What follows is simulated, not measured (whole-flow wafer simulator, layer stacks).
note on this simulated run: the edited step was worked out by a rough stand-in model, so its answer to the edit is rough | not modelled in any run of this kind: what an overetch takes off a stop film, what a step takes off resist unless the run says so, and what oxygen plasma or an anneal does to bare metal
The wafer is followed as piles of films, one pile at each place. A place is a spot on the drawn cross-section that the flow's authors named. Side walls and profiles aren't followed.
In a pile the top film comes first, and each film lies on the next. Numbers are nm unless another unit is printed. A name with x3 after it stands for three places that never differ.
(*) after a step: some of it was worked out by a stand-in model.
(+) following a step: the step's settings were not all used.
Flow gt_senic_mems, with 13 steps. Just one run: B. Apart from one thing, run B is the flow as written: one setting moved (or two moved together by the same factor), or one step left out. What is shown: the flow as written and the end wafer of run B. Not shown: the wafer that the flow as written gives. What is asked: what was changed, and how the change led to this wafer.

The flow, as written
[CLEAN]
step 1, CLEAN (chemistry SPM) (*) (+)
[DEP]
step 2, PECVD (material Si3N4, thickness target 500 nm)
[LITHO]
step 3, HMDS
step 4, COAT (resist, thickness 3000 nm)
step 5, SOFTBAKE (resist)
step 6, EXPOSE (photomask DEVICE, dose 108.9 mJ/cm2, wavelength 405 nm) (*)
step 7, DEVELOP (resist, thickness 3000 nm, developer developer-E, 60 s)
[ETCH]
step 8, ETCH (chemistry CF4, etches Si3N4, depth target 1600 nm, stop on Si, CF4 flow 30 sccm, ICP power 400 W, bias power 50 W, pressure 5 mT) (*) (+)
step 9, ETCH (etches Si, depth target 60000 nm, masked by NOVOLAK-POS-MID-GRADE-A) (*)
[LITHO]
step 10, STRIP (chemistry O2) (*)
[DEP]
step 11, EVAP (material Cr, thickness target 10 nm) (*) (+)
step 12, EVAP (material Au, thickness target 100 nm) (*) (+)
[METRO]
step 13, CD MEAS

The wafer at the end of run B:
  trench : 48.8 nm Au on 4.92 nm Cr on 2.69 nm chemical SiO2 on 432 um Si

The reason: step 9, ETCH: depth target 93000 nm was run, though the flow has depth target 60000 nm.

Step by step, how the change led to this:
  step 9, ETCH (etches Si, depth target 60000 nm, masked by NOVOLAK-POS-MID-GRADE-A) (*)
      field: resist loses 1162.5 (in the flow as written it would be: resist loses 750)
      trench: Si loses 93 um (in the flow as written it would be: Si loses 60 um)
  step 10, STRIP (chemistry O2) (*)
      field: resist loses 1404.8 (all of it) (in the flow as written it would be: resist loses 1817.3 (all of it))
  step 11, EVAP (material Cr, thickness target 10 nm) (*) (+)
      trench: Cr gains 4.92 (new film) (in the flow as written it would be: Cr gains 6.45 (new film))
  step 12, EVAP (material Au, thickness target 100 nm) (*) (+)
      trench: Au gains 48.8 (new film) (in the flow as written it would be: Au gains 64.1 (new film))
